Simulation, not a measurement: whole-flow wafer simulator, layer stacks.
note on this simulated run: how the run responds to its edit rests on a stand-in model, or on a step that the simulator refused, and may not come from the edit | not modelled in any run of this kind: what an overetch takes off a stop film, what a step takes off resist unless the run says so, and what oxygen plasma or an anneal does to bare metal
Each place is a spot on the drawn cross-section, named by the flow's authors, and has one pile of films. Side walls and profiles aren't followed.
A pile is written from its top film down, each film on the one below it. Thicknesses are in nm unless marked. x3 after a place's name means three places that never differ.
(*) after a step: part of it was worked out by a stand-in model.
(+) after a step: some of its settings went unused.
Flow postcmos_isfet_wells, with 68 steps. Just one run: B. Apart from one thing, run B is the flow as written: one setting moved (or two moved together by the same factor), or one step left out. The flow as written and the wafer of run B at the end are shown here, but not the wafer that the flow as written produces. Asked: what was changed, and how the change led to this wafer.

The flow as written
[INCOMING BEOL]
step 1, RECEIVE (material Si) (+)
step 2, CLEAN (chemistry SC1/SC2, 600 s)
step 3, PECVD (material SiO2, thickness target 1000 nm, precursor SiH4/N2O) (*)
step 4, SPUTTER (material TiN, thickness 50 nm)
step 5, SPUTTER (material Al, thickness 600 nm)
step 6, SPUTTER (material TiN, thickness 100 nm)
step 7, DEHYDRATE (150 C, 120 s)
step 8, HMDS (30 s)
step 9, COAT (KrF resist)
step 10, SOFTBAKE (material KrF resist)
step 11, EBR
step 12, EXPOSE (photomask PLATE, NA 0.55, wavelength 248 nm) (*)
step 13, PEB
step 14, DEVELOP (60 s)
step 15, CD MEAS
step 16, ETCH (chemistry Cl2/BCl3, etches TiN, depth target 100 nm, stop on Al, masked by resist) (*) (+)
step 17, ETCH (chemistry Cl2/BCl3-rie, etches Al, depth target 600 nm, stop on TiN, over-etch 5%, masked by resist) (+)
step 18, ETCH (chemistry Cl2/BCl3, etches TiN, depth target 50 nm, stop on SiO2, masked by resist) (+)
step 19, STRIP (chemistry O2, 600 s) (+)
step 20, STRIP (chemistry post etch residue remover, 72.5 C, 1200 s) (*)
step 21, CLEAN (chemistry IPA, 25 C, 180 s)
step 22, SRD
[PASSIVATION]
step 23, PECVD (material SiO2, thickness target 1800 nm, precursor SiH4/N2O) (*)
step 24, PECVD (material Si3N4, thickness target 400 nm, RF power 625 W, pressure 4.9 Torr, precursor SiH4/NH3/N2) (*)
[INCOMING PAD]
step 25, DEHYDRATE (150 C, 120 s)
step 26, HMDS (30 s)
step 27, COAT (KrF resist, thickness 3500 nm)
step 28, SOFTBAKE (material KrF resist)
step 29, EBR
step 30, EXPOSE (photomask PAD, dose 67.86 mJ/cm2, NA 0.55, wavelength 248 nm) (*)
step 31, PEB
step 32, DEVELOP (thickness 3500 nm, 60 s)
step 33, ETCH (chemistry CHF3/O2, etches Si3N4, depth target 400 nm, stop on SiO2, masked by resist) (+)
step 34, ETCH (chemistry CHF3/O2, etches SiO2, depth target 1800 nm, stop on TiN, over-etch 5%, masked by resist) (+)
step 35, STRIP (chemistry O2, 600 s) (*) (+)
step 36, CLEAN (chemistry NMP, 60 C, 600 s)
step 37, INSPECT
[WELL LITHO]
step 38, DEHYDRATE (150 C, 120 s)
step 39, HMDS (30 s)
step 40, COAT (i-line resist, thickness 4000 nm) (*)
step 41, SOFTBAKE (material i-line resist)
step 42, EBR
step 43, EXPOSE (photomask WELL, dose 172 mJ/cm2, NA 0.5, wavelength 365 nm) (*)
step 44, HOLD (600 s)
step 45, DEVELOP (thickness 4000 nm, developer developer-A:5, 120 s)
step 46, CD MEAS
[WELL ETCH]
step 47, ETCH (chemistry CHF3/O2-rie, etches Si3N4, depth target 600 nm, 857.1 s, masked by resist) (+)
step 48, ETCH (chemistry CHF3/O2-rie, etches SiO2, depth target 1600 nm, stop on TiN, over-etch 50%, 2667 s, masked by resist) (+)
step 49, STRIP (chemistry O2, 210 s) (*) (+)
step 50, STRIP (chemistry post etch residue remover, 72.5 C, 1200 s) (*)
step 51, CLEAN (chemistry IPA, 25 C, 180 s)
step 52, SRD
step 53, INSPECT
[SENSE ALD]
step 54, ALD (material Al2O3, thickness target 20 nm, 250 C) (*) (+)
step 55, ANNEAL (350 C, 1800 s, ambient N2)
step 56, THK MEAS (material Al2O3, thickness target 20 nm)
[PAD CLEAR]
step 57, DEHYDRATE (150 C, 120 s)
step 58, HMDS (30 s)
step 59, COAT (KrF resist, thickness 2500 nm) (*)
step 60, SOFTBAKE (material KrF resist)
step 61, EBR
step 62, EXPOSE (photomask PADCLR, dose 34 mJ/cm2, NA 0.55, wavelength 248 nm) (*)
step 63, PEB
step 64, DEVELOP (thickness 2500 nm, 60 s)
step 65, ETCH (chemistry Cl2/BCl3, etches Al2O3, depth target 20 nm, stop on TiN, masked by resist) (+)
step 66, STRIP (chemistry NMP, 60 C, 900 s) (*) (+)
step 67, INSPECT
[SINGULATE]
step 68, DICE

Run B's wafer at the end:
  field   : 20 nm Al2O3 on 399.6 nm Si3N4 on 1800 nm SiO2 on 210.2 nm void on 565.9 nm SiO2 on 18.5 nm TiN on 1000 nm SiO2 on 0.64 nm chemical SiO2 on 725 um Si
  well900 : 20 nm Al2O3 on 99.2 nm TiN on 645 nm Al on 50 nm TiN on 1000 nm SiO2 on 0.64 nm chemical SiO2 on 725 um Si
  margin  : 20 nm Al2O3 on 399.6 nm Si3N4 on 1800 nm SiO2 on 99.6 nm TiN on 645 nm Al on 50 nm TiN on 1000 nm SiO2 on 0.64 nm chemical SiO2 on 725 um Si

What caused this: step 5, SPUTTER: thickness 645 nm was run, while the flow as written has thickness 600 nm.
The wafer itself shows it: well900 has Al 645, and step 5 as written asks for 600 nm.

How this came from the change, step by step:
  step 5, SPUTTER (material Al, thickness 600 nm)
      field, margin, well900, well1300 x3, pad_rim, pad_clr, pad_open: Al gains 645 (new film) (in the flow as written it would be: Al gains 600 (new film))
  step 17, ETCH (chemistry Cl2/BCl3-rie, etches Al, depth target 600 nm, stop on TiN, over-etch 5%, masked by resist) (+)
      field: Al loses 600 (in the flow as written it would be: Al loses 600 (all of it))
  step 18, ETCH (chemistry Cl2/BCl3, etches TiN, depth target 50 nm, stop on SiO2, masked by resist) (+)
      field: Al loses 45 (all of it), TiN loses 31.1 (in the flow as written it would be: TiN loses 50 (all of it))
  step 23, PECVD (material SiO2, thickness target 1800 nm, precursor SiH4/N2O) (*)
      field: SiO2 gains 1800 (new film), void gains 210.2 (new film), SiO2 gains 565.9 (new film) (in the flow as written it would be: SiO2 gains 1800 (new film), void gains 189.9 (new film), SiO2 gains 559.7)
With metal films that touch counted as one body, field has 1 body; the flow as written gives 0 bodies.
